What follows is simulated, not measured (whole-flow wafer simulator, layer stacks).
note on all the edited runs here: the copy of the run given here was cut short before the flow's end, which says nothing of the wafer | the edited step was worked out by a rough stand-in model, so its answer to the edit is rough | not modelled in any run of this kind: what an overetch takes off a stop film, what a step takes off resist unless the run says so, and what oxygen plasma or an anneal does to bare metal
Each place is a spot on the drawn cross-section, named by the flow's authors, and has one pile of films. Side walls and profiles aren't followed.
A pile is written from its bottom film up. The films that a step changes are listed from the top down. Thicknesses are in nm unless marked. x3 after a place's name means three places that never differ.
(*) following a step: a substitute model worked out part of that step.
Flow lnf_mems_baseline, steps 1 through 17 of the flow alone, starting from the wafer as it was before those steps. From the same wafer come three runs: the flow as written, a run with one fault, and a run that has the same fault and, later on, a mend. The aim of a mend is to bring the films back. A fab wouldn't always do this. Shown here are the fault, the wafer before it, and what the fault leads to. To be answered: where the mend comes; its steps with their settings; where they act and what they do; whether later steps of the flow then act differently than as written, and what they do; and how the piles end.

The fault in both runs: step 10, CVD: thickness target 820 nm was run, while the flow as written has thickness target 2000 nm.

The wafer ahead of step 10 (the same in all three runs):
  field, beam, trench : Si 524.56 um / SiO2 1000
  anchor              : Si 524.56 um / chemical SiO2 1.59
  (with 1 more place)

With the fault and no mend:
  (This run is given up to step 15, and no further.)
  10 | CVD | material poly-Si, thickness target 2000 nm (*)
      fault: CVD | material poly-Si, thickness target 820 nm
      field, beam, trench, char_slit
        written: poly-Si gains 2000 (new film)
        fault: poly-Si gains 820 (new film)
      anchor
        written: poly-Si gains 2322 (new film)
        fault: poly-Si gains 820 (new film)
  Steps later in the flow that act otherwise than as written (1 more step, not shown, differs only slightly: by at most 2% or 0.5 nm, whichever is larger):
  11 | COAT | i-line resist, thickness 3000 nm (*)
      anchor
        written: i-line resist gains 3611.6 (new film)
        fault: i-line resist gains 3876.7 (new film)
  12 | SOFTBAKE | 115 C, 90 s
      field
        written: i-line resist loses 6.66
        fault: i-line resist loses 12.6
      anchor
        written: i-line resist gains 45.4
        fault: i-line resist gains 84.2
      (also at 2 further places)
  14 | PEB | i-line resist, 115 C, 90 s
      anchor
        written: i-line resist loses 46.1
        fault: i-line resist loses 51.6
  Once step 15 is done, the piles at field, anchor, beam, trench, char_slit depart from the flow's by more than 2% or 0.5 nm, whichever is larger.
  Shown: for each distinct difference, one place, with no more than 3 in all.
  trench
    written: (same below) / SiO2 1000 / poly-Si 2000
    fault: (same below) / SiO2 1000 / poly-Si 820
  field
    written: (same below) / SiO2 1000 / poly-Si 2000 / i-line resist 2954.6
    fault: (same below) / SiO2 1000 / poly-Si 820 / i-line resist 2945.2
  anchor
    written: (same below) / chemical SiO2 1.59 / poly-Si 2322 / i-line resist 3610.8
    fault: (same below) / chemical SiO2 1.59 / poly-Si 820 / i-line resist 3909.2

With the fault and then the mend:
  The mend stands after step 10.
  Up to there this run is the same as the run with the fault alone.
  10a | CVD | material poly-Si, thickness target 1180 nm (*) (a further turn of the flow's step 10, with different settings)
      field, beam, trench, char_slit
        poly-Si gains 1180
      anchor
        poly-Si gains 1500.9
  Every later step of the flow that is run acts as written, at every place that is followed, to within 2% or 0.5 nm, whichever is larger.
  When the end is reached, the piles differ only a little from the flow's at the places that both follow, at most by 2% or 0.5 nm, whichever is larger.
